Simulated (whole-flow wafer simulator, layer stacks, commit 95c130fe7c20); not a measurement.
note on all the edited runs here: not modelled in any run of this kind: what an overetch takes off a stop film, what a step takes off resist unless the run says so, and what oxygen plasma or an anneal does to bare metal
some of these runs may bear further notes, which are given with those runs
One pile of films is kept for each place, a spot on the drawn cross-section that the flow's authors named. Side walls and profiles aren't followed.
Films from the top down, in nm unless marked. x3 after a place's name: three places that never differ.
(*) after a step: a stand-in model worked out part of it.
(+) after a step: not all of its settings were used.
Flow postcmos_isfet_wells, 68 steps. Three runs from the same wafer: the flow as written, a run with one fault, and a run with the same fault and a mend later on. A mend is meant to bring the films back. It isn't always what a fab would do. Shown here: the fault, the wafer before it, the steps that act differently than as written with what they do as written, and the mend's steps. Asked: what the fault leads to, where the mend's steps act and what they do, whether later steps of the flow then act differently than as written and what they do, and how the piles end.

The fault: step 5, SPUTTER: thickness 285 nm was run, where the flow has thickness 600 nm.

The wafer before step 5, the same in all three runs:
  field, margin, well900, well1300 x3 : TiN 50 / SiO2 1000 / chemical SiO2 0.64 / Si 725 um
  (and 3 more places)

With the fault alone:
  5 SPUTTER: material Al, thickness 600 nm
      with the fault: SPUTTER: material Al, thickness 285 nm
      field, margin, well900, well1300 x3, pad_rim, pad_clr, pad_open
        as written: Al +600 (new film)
        with the fault: Al +285 (new film)
  Later steps of the flow that act differently than as written:
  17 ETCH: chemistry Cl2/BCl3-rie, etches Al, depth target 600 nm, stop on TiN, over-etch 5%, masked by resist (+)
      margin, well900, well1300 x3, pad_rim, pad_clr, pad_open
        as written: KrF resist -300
        with the fault: KrF resist -149.6
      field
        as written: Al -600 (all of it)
        with the fault: Al -285 (all of it)
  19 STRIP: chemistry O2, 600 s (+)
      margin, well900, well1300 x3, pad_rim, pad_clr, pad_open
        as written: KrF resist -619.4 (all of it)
        with the fault: KrF resist -769.7 (all of it)
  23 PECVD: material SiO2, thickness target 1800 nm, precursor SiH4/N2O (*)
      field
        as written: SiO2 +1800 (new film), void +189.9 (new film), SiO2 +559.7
        with the fault: SiO2 +2234.6
  At the end the piles differ from the flow's by more than 2% or 0.5 nm, whichever is larger, at field, margin, well900, well1300 x3, pad_rim, pad_clr, pad_open.
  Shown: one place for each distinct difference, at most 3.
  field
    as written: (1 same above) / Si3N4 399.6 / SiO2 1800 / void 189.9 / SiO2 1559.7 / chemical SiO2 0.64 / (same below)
    with the fault: (1 same above) / Si3N4 399.6 / SiO2 3234.6 / chemical SiO2 0.64 / (same below)
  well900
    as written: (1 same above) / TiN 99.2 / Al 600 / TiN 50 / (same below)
    with the fault: (1 same above) / TiN 99.2 / Al 285 / TiN 50 / (same below)
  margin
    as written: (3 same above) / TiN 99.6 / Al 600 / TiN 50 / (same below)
    with the fault: (3 same above) / TiN 99.6 / Al 285 / TiN 50 / (same below)

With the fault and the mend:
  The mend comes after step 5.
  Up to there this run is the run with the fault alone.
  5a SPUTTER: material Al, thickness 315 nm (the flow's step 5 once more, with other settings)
      field, margin, well900, well1300 x3, pad_rim, pad_clr, pad_open
        Al +315
  No later step of the flow acts differently than as written at any place that is followed.
  At the end the piles are the same as the flow's at every place that both follow.
